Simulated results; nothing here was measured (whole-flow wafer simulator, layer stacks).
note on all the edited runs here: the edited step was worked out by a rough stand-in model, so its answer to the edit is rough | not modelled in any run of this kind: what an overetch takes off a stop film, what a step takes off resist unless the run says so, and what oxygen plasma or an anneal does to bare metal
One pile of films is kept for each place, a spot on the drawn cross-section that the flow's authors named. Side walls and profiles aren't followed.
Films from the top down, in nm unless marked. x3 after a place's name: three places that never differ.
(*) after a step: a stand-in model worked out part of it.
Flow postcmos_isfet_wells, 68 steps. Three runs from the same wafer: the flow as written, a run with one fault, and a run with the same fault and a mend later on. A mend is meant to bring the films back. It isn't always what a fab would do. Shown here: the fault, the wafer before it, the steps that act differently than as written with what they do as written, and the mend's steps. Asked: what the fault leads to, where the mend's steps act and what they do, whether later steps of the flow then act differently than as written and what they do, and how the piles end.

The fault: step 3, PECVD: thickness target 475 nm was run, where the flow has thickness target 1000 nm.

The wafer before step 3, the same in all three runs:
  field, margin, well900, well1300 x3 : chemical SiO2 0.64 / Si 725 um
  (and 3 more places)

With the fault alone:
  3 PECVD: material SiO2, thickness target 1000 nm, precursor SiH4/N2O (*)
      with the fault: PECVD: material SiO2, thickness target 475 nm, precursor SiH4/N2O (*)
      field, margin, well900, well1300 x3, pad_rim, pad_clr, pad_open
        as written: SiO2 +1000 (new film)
        with the fault: SiO2 +475 (new film)
  No later step of the flow acts differently than as written at any place that is followed.
  At the end the piles differ from the flow's by more than 2% or 0.5 nm, whichever is larger, at field, margin, well900, well1300 x3, pad_rim, pad_clr, pad_open.
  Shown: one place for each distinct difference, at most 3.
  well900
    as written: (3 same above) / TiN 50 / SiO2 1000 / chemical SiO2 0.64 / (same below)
    with the fault: (3 same above) / TiN 50 / SiO2 475 / chemical SiO2 0.64 / (same below)
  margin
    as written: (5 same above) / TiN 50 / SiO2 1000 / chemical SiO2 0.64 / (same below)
    with the fault: (5 same above) / TiN 50 / SiO2 475 / chemical SiO2 0.64 / (same below)
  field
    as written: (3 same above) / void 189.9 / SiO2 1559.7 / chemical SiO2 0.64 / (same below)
    with the fault: (3 same above) / void 189.9 / SiO2 1034.7 / chemical SiO2 0.64 / (same below)

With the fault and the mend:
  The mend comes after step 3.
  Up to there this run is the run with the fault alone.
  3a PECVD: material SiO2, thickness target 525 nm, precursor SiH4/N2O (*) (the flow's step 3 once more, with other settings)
      field, margin, well900, well1300 x3, pad_rim, pad_clr, pad_open
        SiO2 +525
  No later step of the flow acts differently than as written at any place that is followed.
  At the end the piles are the same as the flow's at every place that both follow.
